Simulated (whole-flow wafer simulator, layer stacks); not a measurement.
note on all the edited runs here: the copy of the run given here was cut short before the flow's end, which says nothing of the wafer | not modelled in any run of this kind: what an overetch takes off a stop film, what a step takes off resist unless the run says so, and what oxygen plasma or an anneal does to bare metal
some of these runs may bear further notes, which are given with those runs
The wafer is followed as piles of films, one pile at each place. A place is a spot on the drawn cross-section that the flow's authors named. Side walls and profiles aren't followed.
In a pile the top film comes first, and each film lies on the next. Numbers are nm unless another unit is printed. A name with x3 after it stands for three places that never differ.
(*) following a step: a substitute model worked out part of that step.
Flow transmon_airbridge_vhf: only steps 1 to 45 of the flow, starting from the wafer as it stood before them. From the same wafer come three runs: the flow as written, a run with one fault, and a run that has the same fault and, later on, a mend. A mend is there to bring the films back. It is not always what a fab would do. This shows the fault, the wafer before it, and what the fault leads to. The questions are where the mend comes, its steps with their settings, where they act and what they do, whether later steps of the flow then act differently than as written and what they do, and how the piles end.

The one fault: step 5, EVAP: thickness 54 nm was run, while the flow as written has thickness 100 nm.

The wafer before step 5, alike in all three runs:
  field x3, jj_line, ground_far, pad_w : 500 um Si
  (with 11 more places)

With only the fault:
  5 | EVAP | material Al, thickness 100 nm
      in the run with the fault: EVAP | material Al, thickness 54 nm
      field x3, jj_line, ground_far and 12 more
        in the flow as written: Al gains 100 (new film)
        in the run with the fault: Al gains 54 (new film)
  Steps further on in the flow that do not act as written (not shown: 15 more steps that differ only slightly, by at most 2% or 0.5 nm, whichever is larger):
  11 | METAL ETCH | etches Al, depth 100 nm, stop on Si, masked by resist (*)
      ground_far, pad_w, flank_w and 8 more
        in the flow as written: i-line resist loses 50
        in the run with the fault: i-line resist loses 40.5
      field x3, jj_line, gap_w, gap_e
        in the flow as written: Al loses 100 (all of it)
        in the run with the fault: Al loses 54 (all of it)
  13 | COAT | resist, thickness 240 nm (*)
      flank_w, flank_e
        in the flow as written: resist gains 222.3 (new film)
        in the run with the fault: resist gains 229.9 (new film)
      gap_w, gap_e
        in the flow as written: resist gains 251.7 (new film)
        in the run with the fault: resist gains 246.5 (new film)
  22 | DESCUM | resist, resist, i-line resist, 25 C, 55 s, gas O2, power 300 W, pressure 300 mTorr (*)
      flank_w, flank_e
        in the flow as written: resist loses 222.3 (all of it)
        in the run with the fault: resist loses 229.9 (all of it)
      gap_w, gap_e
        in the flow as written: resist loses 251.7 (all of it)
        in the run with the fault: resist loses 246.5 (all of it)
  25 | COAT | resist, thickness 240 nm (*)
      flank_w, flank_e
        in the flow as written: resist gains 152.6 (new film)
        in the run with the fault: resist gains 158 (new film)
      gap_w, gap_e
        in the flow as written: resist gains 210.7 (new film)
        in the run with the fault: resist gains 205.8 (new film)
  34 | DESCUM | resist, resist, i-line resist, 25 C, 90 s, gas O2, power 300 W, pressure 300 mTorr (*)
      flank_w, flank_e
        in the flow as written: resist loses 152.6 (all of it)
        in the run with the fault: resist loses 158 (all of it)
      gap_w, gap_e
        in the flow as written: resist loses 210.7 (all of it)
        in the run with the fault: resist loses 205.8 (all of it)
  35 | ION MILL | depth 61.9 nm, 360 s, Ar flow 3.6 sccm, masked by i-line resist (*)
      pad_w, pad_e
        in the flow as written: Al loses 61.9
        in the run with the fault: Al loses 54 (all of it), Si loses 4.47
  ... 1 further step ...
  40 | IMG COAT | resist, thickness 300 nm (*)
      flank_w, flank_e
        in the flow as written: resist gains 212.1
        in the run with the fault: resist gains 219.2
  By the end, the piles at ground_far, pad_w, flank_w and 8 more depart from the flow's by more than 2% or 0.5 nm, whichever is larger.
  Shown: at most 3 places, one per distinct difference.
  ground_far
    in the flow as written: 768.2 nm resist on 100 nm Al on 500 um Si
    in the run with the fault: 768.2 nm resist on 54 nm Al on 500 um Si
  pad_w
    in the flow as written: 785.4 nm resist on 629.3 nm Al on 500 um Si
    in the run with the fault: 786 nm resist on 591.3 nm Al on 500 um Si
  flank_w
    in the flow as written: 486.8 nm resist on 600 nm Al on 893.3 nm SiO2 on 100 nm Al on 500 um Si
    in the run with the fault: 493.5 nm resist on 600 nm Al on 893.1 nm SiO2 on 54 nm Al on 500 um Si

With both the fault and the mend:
  The mend stands after step 5.
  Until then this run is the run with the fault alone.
  5a | EVAP | material Al, thickness 46 nm (the flow's step 5 again, with other settings)
      field x3, jj_line, ground_far and 12 more
        Al gains 46
  Every later step of the flow that is run acts as written at every place that is followed.
  The piles end the same as the flow's at every place that both follow.
